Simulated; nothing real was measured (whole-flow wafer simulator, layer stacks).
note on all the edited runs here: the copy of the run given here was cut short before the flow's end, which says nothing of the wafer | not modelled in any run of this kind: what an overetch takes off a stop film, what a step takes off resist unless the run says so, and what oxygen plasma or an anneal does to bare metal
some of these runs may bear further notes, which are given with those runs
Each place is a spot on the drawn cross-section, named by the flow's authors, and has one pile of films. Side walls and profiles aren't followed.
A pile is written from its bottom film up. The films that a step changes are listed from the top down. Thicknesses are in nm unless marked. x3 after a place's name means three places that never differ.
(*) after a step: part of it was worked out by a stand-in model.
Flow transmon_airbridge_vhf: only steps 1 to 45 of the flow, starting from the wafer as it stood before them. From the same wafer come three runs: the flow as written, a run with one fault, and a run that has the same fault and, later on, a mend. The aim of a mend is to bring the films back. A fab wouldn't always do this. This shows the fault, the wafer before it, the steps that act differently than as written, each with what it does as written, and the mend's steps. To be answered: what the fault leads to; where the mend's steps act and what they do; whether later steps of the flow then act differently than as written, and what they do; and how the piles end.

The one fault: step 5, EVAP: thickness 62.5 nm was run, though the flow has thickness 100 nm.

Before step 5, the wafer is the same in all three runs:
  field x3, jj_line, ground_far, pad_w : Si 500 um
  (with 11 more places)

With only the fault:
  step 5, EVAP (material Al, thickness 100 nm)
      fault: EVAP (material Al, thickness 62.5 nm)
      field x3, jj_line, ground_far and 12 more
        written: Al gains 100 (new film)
        fault: Al gains 62.5 (new film)
  Later steps of the flow acting differently than as written (15 more steps, not shown, differ only slightly: by at most 2% or 0.5 nm, whichever is larger):
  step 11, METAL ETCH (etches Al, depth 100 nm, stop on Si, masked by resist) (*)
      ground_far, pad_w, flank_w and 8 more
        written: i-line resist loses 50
        fault: i-line resist loses 46.9
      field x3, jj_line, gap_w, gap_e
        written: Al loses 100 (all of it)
        fault: Al loses 62.5 (all of it)
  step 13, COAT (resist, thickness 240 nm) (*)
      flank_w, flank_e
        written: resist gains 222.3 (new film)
        fault: resist gains 228.5 (new film)
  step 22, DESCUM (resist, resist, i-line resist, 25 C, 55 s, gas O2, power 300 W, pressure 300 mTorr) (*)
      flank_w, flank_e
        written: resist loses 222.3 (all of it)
        fault: resist loses 228.5 (all of it)
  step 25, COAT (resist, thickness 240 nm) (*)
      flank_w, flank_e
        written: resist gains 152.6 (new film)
        fault: resist gains 156.8 (new film)
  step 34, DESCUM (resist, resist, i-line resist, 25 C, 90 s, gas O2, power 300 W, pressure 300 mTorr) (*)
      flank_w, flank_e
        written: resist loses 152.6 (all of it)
        fault: resist loses 156.8 (all of it)
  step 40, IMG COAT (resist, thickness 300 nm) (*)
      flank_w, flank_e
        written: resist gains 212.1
        fault: resist gains 218
  At ground_far, pad_w, flank_w and 8 more, the piles at the end differ from the flow's by more than 2% or 0.5 nm, whichever is larger.
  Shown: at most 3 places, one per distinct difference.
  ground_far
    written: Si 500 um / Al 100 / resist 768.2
    fault: Si 500 um / Al 62.5 / resist 768.2
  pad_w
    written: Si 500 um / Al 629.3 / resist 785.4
    fault: Si 500 um / Al 591.8 / resist 786.5
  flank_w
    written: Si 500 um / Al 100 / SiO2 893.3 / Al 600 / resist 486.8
    fault: Si 500 um / Al 62.5 / SiO2 893.1 / Al 600 / resist 491.7

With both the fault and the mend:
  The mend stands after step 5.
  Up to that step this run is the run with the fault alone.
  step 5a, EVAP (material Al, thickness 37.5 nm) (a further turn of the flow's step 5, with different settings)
      field x3, jj_line, ground_far and 12 more
        Al gains 37.5
  Every later step of the flow that is run acts as written at every place that is followed.
  By the end, the piles equal the flow's at every place that both follow.
